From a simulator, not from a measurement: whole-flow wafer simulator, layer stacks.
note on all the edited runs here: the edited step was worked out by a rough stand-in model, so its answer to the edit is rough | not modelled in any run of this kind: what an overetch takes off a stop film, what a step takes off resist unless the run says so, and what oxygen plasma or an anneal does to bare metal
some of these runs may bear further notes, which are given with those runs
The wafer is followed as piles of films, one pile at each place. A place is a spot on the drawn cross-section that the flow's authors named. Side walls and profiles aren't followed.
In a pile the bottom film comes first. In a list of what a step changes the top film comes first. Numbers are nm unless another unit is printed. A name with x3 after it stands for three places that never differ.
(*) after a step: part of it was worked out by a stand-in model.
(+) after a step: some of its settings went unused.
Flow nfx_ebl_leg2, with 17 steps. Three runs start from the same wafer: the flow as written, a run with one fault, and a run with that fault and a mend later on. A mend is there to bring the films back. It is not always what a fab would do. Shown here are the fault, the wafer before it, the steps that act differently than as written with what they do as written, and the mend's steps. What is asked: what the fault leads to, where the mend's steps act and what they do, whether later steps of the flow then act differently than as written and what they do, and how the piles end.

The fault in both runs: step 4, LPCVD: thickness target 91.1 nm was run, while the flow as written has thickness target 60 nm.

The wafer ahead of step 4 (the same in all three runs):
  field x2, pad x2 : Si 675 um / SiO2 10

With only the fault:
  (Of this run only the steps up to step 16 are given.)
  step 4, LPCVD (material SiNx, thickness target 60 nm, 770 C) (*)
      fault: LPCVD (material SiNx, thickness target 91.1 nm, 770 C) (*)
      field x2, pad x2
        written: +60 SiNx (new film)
        fault: +91.1 SiNx (new film)
  Steps later in the flow that act otherwise than as written:
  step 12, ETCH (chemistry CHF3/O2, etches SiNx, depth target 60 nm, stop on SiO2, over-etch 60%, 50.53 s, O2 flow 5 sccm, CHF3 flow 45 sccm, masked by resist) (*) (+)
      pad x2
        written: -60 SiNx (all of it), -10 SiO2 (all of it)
        fault: -91.1 SiNx (all of it), -2.45 SiO2
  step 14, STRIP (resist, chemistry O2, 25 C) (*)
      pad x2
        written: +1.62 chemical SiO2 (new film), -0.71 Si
        fault: nothing
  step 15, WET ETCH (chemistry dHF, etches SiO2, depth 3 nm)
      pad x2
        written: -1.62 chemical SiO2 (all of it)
        fault: -3 SiO2
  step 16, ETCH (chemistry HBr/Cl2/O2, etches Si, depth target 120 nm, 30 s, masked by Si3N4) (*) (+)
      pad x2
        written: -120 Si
        fault: -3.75 SiO2
  After step 16, at field x2, pad x2, the piles differ from the flow's by more than 2% or 0.5 nm, whichever is larger.
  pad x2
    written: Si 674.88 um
    fault: Si 675 um / SiO2 0.8
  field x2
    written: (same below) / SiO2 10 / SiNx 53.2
    fault: (same below) / SiO2 10 / SiNx 84.3

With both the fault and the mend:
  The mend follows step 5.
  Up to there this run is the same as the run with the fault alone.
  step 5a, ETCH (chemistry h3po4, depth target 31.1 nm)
      field x2, pad x2
        -31.1 SiNx
  Every later step of the flow that is run acts as written at every place that is followed.
  At every place that both follow, the piles at the end match the flow's.
